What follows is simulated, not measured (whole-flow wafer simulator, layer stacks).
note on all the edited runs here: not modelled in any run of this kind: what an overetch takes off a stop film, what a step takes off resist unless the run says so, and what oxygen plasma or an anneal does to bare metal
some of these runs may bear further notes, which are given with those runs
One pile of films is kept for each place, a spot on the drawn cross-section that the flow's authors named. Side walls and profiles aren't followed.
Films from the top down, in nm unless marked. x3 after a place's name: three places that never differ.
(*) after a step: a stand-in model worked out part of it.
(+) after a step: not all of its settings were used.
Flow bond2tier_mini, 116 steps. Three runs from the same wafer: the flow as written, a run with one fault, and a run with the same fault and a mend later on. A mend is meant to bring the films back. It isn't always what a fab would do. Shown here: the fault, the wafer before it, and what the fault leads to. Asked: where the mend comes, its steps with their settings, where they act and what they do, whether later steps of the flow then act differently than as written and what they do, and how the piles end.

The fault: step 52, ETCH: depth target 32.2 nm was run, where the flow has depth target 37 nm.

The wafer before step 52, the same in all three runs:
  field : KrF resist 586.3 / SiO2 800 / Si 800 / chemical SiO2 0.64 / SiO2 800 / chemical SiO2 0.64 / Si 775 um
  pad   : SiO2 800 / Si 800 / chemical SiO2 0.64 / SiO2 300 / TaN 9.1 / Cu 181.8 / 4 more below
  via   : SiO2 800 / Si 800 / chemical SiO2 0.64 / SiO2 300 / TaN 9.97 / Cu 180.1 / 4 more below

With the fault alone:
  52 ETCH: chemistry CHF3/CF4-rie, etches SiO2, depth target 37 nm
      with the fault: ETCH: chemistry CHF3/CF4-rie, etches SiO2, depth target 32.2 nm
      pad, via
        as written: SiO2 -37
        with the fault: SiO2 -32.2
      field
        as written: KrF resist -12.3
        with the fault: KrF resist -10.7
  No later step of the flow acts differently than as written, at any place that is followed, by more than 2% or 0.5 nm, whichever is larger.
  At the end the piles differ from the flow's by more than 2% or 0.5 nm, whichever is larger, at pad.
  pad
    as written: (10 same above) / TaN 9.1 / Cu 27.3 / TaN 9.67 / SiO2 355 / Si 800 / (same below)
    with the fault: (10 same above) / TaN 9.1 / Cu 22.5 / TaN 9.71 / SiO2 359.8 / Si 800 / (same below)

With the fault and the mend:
  The mend comes after step 53.
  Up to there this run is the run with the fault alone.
  53a COAT: KrF resist, thickness 600 nm (*) (the flow's step 47 once more)
      field
        KrF resist +586.3 (new film)
      pad
        KrF resist +614.2 (new film)
      via
        KrF resist +612.5 (new film)
  53b SOFTBAKE: KrF resist (the flow's step 48 once more)
      changes no film at any place that is followed
  53c EXPOSE: photomask T2TRIM, NA 0.6 (the flow's step 49 once more)
      changes no film at any place that is followed
  53d PEB: KrF resist (the flow's step 50 once more)
      changes no film at any place that is followed
  53e DEVELOP: developer TMAH-0.26N, 60 s (the flow's step 51 once more)
      field
        KrF resist -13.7
      pad
        KrF resist -614.2 (all of it)
      via
        KrF resist -612.5 (all of it)
  53f ETCH: chemistry CHF3/CF4-rie, etches SiO2, depth target 4.8 nm (the flow's step 52 once more, with other settings)
      pad, via
        SiO2 -4.8
      field
        KrF resist -1.6
  53g STRIP: chemistry O2, over-ash 100% (+) (the flow's step 53 once more)
      field
        KrF resist -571 (all of it)
  No later step of the flow acts differently than as written at any place that is followed.
  At the end the piles are the same as the flow's at every place that both follow.
